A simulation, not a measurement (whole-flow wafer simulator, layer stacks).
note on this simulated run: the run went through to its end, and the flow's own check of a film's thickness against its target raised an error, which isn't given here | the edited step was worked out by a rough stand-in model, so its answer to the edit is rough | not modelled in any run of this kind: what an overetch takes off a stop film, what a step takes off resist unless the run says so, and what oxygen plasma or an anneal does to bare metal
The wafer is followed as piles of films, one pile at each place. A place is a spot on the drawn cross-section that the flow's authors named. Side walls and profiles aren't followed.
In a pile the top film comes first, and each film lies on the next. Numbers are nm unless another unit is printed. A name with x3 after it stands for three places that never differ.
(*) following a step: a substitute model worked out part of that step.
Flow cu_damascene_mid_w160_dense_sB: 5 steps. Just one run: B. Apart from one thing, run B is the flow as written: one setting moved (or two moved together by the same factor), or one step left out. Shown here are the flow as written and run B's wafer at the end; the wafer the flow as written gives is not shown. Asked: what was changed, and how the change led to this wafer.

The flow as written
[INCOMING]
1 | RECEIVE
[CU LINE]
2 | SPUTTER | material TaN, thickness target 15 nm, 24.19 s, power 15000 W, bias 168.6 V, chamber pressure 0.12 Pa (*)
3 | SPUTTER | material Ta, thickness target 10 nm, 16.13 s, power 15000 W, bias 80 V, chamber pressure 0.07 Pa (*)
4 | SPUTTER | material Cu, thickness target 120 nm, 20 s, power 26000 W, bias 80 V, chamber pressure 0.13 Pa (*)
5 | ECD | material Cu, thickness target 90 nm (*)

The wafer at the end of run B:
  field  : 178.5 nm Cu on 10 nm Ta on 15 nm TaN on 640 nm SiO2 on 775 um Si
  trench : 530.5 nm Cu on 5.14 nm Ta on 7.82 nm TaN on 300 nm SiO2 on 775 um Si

Cause: step 5, ECD: thickness target 58.5 nm was run, whereas the flow has thickness target 90 nm.

The path from the change to this, step by step:
  5 | ECD | material Cu, thickness target 90 nm (*)
      field: Cu gains 58.5 (it would be, as written: Cu gains 90)
      trench: Cu gains 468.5 (it would be, as written: Cu gains 500)
